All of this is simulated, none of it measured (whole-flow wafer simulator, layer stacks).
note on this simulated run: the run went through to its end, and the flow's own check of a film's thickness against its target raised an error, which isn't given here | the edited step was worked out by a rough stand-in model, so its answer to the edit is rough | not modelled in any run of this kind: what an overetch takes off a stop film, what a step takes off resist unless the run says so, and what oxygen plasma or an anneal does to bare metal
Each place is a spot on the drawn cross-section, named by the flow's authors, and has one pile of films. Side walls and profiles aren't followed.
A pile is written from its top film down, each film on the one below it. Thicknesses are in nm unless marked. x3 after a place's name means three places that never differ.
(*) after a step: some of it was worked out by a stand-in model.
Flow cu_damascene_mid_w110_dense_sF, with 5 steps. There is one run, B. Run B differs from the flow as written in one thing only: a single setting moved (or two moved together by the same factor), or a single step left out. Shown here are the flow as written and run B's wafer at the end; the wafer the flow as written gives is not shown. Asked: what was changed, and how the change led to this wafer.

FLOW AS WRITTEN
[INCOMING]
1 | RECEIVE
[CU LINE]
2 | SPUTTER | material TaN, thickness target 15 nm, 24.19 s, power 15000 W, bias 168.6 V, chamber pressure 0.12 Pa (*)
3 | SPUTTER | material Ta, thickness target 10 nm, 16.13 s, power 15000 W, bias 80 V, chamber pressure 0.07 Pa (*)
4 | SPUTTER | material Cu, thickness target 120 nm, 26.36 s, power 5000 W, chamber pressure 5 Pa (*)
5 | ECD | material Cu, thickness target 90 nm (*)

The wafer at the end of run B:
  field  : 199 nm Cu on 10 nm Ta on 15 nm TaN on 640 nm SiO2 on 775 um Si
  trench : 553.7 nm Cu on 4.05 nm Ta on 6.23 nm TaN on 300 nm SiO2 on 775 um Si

Cause: step 5, ECD: thickness target 79 nm was run, whereas the flow has thickness target 90 nm.

Step by step, how the change led to this:
  5 | ECD | material Cu, thickness target 90 nm (*)
      field: Cu gains 79 (it would be, as written: Cu gains 90)
      trench: Cu gains 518 (it would be, as written: Cu gains 529)
